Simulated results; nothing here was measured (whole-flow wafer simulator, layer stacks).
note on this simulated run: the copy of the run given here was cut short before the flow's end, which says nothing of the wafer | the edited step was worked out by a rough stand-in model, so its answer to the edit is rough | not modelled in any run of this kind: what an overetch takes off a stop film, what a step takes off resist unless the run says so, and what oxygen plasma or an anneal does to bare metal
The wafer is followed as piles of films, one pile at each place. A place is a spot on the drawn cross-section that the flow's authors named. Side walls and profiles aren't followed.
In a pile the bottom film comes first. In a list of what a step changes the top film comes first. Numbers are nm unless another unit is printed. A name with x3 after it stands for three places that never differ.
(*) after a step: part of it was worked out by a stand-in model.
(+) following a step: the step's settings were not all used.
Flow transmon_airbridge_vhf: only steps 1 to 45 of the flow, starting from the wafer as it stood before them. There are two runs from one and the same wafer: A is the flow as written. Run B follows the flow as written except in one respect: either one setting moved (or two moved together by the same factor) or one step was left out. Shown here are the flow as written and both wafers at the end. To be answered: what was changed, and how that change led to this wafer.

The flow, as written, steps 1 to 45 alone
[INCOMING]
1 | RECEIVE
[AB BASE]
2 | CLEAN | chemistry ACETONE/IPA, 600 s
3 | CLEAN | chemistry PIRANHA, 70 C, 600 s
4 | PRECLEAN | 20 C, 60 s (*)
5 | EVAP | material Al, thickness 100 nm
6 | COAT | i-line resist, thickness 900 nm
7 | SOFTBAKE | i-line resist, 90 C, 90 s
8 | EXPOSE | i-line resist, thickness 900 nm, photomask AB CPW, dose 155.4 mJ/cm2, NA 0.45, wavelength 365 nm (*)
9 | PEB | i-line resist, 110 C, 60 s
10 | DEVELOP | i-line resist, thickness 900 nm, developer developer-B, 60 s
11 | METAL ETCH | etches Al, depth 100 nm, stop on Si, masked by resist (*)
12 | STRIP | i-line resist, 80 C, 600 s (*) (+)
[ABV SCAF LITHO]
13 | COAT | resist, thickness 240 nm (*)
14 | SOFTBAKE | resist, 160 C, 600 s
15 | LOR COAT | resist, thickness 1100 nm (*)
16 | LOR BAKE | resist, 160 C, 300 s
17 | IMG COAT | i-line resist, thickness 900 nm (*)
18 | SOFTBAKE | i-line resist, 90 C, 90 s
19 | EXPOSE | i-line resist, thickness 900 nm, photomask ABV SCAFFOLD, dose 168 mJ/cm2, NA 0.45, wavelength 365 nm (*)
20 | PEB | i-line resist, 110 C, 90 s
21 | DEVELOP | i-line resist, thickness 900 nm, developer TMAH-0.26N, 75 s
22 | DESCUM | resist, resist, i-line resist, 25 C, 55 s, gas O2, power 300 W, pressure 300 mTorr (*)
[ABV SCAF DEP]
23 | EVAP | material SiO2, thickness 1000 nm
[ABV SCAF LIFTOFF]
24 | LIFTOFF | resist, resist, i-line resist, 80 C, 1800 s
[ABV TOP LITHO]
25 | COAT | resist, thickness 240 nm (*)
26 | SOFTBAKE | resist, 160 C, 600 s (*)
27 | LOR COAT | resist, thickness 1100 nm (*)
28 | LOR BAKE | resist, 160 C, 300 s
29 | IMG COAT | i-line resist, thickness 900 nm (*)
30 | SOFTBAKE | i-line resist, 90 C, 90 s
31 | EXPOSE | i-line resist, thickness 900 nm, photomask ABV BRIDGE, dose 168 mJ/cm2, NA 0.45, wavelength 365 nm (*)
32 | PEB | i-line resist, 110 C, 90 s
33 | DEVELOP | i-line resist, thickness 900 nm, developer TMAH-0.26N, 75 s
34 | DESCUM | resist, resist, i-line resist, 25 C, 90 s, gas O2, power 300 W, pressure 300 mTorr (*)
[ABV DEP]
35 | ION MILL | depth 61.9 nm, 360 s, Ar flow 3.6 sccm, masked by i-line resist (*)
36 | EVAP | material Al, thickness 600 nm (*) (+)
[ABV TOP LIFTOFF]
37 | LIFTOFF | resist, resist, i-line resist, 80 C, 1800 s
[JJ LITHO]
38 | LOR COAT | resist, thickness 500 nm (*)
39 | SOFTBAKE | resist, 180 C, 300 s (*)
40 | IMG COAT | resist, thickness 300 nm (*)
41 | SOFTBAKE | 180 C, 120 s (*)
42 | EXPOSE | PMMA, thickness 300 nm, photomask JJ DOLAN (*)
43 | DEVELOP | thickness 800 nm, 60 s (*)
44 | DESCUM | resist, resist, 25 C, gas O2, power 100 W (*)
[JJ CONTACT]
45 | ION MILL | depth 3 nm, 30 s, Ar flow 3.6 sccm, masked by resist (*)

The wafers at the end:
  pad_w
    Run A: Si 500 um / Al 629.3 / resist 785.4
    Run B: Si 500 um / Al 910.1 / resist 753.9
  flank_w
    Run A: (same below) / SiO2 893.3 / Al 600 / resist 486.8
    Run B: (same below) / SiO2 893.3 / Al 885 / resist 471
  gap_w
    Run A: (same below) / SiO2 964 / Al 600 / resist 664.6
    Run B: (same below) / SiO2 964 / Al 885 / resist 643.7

Cause: step 36, EVAP: thickness 885 nm was run, whereas the flow has thickness 600 nm.
The wafer lets one read it off: flank_w has Al 885, and step 36 as written asks for 600 nm.

How this came from the change, step by step:
  36 | EVAP | material Al, thickness 600 nm (*) (+)
      field x3, jj_line, ground_far and 10 more: A +600 Al (new film) | B +885 Al (new film)
      pad_w, pad_e: A +591.2 Al | B +872.1 Al
  37 | LIFTOFF | resist, resist, i-line resist, 80 C, 1800 s
      field x3, jj_line, trace_open_s x2: A -600 Al (all of it), -600 i-line resist (all of it), -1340 resist (all of it) | B -885 Al (all of it), -600 i-line resist (all of it), -1340 resist (all of it)
      margin_s, margin_n: A -600 Al (all of it), -318.3 i-line resist (all of it), -992 resist (all of it) | B -885 Al (all of it), -318.3 i-line resist (all of it), -992 resist (all of it)
      (and at 1 other place as well)
  38 | LOR COAT | resist, thickness 500 nm (*)
      pad_w, pad_e: A +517 resist (new film) | B +496.9 resist (new film)
      flank_w, flank_e: A +306.5 resist (new film) | B +300 resist (new film)
      (and at 6 other places as well)
  40 | IMG COAT | resist, thickness 300 nm (*)
      pad_w, pad_e: A +300.1 resist | B +288.8 resist
      flank_w, flank_e: A +212.1 resist | B +202.8 resist
      (and at 6 other places as well)
